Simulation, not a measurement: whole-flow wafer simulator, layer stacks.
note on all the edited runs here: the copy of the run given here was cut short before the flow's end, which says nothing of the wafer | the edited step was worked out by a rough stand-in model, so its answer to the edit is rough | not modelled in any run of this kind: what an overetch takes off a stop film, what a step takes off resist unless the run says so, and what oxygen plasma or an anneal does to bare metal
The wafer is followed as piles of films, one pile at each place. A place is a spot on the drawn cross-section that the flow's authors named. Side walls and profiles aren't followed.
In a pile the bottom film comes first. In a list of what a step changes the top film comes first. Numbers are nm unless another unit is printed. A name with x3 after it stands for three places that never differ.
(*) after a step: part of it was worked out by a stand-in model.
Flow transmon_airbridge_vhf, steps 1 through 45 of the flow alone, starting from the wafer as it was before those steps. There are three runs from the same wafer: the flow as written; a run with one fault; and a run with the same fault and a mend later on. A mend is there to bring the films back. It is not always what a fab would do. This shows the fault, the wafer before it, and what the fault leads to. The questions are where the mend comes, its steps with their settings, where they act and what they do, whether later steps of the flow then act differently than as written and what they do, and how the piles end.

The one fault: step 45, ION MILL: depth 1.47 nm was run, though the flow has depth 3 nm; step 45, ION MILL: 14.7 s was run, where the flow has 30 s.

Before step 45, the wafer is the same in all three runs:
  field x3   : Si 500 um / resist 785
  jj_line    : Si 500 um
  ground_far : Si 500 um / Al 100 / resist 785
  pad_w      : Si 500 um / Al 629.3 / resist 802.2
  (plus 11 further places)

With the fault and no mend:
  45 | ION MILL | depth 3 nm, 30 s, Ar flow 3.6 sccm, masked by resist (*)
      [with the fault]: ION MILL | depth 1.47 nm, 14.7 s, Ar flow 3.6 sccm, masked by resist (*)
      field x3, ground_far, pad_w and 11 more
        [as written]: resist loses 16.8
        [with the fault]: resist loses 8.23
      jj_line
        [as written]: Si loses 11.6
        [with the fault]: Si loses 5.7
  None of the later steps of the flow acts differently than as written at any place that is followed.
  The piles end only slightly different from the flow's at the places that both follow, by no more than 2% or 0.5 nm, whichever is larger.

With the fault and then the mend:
  The mend follows step 45.
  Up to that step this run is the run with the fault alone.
  45a | ION MILL | depth 1.53 nm, 15.3 s, Ar flow 3.6 sccm, masked by resist (*) (the flow's step 45 again, with other settings)
      field x3, ground_far, pad_w and 11 more
        resist loses 8.56
      jj_line
        Si loses 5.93
  None of the later steps of the flow acts differently than as written at any place that is followed.
  The piles end the same as the flow's at every place that both follow.
